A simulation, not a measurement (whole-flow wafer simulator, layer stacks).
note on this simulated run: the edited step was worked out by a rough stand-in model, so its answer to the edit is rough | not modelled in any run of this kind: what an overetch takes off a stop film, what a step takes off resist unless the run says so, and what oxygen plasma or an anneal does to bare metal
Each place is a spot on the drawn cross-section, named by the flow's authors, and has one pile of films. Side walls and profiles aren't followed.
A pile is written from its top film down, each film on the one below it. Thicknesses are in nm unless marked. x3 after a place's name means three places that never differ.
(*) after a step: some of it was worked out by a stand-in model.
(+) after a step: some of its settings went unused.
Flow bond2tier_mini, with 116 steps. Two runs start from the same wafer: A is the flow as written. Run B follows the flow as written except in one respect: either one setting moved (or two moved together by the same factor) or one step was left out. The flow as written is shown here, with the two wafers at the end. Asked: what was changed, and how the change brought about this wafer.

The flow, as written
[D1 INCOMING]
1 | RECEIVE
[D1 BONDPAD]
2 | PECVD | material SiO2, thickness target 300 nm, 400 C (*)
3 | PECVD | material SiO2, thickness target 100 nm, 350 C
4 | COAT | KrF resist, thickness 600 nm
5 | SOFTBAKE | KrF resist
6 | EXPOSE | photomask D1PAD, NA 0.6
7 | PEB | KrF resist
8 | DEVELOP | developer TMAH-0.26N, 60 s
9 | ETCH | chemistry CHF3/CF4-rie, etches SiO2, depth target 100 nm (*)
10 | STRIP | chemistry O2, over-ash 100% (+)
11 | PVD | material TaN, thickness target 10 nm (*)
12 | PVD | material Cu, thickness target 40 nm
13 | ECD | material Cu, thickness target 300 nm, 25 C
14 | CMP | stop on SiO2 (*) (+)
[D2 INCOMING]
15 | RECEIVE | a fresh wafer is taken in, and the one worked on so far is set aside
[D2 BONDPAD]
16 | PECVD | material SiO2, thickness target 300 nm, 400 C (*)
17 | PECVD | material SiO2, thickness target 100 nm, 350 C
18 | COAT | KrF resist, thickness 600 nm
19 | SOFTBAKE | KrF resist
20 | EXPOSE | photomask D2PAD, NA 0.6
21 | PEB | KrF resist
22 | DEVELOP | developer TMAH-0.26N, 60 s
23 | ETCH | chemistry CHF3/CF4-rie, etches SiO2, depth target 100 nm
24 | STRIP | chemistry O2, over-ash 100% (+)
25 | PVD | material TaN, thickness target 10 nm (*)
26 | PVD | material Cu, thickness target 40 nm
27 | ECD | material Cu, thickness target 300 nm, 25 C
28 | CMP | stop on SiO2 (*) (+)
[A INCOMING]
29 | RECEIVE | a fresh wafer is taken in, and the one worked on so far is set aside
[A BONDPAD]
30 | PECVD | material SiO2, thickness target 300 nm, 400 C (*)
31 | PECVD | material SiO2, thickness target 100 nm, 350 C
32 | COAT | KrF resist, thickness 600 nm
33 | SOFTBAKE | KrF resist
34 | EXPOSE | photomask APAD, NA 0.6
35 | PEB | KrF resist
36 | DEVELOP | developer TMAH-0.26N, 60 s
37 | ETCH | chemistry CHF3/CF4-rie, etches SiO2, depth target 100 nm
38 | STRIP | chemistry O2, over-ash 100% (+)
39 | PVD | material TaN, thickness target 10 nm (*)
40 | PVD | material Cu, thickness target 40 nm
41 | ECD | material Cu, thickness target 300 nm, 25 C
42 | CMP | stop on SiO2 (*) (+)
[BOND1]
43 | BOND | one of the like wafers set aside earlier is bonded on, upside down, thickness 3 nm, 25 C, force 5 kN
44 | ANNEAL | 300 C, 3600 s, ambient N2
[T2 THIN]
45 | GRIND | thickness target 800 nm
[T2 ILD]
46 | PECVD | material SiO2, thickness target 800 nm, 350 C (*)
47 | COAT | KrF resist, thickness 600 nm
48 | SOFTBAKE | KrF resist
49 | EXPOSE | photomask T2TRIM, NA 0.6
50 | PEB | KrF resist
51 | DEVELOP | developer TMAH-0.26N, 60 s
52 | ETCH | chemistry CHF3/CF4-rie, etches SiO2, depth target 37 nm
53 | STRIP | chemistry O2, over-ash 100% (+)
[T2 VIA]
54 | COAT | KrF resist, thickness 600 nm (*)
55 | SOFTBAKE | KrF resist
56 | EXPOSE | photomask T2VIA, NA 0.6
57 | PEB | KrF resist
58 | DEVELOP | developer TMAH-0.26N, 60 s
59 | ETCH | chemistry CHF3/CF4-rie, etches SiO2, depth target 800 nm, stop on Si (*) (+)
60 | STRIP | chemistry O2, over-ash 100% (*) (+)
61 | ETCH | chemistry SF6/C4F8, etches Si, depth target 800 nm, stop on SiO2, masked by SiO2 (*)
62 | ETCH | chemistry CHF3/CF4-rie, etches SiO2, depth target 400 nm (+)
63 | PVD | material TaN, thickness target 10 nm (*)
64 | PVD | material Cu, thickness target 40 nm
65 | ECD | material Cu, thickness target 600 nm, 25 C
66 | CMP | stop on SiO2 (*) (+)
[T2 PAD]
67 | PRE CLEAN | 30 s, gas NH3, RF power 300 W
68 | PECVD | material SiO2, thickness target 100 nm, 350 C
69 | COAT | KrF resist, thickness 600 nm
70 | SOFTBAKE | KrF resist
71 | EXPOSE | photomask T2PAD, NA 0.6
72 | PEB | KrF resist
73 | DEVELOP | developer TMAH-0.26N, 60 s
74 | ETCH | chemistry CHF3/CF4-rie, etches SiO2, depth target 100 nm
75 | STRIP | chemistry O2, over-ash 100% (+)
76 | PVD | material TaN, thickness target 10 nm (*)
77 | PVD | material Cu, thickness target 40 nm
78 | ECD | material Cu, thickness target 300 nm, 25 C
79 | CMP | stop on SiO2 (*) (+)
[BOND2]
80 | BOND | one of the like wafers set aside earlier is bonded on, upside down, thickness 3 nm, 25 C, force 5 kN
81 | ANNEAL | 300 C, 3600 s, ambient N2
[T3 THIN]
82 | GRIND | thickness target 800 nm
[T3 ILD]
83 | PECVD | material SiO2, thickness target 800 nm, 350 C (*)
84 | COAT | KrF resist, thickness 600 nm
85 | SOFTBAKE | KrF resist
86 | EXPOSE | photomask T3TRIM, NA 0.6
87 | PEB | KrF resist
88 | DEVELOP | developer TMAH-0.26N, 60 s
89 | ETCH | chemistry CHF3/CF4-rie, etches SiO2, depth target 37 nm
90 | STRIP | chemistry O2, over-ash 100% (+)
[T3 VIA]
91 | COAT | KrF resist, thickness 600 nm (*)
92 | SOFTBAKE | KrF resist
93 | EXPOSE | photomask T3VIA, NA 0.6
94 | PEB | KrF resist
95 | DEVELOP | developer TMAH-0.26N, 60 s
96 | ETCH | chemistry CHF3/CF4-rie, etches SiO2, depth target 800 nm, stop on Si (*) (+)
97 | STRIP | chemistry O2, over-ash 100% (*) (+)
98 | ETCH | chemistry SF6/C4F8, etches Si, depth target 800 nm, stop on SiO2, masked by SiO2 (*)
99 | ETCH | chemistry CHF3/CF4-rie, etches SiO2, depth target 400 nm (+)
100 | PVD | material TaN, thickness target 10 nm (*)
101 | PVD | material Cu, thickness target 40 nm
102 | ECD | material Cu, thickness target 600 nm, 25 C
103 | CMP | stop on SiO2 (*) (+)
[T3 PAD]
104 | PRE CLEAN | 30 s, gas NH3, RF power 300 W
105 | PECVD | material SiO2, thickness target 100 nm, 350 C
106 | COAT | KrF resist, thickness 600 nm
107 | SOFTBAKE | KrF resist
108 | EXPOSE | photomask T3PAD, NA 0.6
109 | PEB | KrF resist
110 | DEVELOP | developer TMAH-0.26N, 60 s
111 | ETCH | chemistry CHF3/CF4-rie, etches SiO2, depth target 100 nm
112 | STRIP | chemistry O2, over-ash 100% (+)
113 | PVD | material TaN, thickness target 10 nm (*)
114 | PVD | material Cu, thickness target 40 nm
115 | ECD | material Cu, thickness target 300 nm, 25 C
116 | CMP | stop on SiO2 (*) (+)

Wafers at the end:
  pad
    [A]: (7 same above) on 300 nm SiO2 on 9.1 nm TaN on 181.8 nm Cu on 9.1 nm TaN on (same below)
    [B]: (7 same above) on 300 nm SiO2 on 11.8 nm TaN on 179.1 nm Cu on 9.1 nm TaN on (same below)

Cause: step 25, PVD: thickness target 13 nm was run, whereas the flow has thickness target 10 nm.

Step by step, how the change led to this:
  25 | PVD | material TaN, thickness target 10 nm (*)
      field: A TaN gains 10 (new film) | B TaN gains 13 (new film)
      pad: A TaN gains 9.1 (new film) | B TaN gains 11.8 (new film)
      (also at 1 further place)
  28 | CMP | stop on SiO2 (*) (+)
      field: A Cu loses 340 (all of it), TaN loses 10 (all of it) | B Cu loses 340 (all of it), TaN loses 13 (all of it)
  80 | BOND | one of the like wafers set aside earlier is bonded on, upside down, thickness 3 nm, 25 C, force 5 kN
      pad: A Si gains 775 um (new film), chemical SiO2 gains 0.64 (new film), SiO2 gains 300 (new film), TaN gains 9.1 (new film), Cu gains 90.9 | B Si gains 775 um (new film), chemical SiO2 gains 0.64 (new film), SiO2 gains 300 (new film), TaN gains 11.8 (new film), Cu gains 88.2
